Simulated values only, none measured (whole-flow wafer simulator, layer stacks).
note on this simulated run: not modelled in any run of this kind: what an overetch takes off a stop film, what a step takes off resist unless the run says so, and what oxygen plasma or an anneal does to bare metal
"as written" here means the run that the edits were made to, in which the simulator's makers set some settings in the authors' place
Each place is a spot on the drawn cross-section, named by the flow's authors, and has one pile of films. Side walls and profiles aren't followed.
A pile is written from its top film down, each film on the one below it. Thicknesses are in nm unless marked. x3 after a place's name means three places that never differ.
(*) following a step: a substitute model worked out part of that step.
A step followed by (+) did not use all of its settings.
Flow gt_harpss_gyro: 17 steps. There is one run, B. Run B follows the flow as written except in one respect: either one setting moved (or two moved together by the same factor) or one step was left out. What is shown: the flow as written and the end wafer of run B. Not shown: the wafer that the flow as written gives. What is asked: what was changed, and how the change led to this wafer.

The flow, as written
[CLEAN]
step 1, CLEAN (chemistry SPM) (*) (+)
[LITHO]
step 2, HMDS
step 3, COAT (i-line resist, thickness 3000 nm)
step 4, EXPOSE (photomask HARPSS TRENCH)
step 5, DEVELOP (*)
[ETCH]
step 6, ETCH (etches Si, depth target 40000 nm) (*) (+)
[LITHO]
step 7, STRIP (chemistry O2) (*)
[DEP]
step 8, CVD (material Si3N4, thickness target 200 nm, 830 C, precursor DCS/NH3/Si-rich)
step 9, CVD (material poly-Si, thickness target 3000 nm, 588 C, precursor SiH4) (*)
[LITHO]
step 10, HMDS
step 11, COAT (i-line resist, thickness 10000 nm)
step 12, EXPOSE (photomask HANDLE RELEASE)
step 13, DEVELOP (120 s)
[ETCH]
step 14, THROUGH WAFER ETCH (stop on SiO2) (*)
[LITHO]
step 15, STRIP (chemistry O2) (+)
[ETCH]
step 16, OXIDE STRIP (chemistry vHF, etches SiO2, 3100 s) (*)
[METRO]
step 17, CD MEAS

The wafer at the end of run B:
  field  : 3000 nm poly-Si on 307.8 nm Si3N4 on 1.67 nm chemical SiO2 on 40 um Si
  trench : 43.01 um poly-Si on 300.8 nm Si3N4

Cause: step 8, CVD: thickness target 307.8 nm was run, though the flow has thickness target 200 nm.
The wafer lets one read it off: field has Si3N4 307.8, and step 8 as written asks for 200 nm.

Step by step, how the change led to this:
  step 8, CVD (material Si3N4, thickness target 200 nm, 830 C, precursor DCS/NH3/Si-rich)
      field: +307.8 Si3N4 (new film) (in the flow as written it would be: +200 Si3N4 (new film))
      trench: +300.8 Si3N4 (new film) (in the flow as written it would be: +195.9 Si3N4 (new film))
